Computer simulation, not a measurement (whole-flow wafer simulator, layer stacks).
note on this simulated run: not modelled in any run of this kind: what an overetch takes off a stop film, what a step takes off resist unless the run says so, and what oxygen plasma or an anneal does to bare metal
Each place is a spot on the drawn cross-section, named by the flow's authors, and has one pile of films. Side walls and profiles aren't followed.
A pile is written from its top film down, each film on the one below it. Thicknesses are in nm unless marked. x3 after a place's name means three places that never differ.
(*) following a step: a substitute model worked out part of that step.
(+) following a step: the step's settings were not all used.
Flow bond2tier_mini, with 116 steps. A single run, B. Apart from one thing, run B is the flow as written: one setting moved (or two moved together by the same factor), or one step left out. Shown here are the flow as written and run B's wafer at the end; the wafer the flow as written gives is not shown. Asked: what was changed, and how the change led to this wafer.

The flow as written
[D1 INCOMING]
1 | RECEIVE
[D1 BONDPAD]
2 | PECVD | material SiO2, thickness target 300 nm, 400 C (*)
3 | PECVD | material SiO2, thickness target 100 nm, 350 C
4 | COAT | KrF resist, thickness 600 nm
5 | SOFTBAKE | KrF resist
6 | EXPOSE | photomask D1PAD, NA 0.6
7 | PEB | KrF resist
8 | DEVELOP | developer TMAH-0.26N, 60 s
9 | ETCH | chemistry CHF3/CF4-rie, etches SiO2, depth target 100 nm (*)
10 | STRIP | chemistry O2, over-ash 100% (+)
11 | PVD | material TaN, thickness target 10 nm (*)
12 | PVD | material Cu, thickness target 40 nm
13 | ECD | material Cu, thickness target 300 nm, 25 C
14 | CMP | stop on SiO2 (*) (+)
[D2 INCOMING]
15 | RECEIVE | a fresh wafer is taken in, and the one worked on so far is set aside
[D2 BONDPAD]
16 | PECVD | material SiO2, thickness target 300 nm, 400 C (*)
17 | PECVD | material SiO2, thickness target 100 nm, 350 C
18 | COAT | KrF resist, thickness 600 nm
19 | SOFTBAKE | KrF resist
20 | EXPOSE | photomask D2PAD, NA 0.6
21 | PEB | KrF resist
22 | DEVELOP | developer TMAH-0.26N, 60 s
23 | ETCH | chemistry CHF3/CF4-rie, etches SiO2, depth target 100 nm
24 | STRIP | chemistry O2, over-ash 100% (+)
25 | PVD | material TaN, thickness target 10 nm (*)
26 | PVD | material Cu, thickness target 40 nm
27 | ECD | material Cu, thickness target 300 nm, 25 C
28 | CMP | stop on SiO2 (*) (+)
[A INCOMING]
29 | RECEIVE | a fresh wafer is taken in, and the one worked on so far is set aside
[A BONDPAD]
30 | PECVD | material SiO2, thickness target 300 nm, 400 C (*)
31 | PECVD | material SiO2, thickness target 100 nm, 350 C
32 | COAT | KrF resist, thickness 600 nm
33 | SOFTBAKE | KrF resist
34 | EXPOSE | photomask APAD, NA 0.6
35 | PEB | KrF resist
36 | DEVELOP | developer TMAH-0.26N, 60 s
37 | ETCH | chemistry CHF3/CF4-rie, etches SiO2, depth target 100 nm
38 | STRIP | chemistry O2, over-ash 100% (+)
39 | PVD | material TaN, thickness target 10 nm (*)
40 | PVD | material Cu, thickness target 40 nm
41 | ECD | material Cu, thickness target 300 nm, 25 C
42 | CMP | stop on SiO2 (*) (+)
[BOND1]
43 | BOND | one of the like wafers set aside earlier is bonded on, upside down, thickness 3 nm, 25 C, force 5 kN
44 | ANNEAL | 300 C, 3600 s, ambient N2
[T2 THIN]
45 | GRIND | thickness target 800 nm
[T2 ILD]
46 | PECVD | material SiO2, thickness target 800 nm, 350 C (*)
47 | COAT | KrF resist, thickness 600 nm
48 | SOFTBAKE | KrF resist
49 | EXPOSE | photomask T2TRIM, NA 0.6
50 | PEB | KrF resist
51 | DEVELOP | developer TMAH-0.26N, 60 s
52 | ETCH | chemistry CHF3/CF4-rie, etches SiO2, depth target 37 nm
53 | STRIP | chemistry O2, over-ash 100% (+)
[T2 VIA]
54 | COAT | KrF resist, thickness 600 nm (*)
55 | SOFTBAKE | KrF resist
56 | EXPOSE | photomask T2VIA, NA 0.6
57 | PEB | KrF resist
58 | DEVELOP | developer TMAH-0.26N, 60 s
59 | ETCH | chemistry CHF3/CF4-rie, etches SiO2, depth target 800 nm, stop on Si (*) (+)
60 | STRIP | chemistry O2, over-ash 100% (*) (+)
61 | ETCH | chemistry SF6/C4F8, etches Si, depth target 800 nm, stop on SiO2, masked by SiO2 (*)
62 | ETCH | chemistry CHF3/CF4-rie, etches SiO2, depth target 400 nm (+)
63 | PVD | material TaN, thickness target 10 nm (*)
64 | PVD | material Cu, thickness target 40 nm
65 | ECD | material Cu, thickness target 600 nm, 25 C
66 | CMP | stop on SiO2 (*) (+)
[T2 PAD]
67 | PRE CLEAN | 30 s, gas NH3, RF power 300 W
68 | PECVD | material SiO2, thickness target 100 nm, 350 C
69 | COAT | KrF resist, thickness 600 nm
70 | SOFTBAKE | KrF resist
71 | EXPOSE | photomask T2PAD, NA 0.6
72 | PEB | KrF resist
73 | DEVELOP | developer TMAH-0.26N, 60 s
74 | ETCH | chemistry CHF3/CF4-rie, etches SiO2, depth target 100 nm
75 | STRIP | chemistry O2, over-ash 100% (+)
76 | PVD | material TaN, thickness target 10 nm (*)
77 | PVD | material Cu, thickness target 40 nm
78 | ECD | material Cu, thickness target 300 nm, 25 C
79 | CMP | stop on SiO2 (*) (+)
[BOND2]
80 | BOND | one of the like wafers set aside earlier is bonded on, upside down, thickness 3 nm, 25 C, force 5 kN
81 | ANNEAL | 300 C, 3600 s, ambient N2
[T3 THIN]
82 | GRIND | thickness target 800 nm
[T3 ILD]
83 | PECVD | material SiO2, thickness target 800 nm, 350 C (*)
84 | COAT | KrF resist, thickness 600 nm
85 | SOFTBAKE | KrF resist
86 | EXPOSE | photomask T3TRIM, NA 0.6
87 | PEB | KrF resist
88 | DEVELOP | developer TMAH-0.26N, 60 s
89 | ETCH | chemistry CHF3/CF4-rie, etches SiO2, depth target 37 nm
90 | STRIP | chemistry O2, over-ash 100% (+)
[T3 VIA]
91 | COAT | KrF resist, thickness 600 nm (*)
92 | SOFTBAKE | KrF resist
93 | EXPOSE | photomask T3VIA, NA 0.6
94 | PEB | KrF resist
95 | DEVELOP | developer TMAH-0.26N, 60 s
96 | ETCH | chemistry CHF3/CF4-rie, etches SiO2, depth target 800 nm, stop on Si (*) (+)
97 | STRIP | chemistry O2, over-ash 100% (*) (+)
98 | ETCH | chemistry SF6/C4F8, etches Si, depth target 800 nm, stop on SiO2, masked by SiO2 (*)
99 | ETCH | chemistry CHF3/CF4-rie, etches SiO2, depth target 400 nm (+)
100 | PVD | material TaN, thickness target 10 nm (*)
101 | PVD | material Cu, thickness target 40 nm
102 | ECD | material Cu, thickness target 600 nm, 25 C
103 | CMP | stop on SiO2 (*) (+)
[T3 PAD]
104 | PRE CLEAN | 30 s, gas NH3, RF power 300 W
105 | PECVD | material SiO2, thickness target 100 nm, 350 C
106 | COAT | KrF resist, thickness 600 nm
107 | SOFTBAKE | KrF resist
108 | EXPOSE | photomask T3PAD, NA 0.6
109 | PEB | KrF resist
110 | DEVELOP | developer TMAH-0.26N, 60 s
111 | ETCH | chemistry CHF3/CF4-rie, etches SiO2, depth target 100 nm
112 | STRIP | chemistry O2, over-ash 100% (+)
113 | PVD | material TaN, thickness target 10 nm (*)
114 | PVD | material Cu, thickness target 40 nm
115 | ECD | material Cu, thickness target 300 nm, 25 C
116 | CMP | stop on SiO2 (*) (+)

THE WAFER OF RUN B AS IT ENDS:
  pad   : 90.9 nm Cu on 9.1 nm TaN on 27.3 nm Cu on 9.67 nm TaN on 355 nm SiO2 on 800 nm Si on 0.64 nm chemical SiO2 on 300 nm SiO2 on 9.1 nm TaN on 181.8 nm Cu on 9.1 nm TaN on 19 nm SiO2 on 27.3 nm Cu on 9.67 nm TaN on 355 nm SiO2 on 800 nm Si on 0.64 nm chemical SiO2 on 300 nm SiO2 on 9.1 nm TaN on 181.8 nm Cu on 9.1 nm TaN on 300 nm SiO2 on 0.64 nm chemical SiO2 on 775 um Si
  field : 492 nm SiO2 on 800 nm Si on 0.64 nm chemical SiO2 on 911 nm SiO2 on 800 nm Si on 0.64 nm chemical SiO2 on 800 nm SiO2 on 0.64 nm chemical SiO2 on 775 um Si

What caused this: step 68, PECVD: thickness target 119 nm was run, whereas the flow has thickness target 100 nm.

Step by step, how the change led to this:
  68 | PECVD | material SiO2, thickness target 100 nm, 350 C
      field: SiO2 gains 119 (as written it would have been: SiO2 gains 100)
      pad: SiO2 gains 119 (new film) (as written it would have been: SiO2 gains 100 (new film))
  74 | ETCH | chemistry CHF3/CF4-rie, etches SiO2, depth target 100 nm
      pad: SiO2 loses 100 (as written it would have been: SiO2 loses 100 (all of it))
With metal films that touch counted as one body, pad has 4 bodies (between them, from the top down: SiO2 355 / Si 800 / chemical SiO2 0.64 / SiO2 300; SiO2 19; SiO2 355 / Si 800 / chemical SiO2 0.64 / SiO2 300); the flow as written gives 3 bodies (between them, from the top down: SiO2 355 / Si 800 / chemical SiO2 0.64 / SiO2 300; SiO2 355 / Si 800 / chemical SiO2 0.64 / SiO2 300).
